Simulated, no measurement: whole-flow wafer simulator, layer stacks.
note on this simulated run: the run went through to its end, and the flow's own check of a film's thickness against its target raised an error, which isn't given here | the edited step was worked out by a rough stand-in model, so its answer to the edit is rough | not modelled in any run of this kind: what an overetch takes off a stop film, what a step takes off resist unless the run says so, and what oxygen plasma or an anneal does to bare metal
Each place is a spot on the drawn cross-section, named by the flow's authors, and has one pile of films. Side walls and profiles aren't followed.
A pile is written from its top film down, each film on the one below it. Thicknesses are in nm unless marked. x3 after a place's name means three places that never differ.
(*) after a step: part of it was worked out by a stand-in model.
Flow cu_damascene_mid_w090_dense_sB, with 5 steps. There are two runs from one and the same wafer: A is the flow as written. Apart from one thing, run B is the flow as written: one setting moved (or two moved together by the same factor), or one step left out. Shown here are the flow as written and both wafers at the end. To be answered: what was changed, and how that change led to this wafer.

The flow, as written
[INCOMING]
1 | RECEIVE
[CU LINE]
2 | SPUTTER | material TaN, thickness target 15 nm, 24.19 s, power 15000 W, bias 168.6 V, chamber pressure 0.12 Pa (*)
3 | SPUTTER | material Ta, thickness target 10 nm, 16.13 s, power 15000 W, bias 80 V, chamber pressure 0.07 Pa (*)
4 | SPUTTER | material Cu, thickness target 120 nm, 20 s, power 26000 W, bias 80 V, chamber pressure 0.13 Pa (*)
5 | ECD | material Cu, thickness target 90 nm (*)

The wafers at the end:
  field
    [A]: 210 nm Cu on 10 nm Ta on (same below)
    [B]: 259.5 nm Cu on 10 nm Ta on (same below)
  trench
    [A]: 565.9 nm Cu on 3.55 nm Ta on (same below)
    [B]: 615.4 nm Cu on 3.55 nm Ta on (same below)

What caused this: step 5, ECD: thickness target 139.5 nm was run, whereas the flow has thickness target 90 nm.

Step by step, how the change led to this:
  5 | ECD | material Cu, thickness target 90 nm (*)
      field: A +90 Cu | B +139.5 Cu
      trench: A +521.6 Cu | B +571.1 Cu
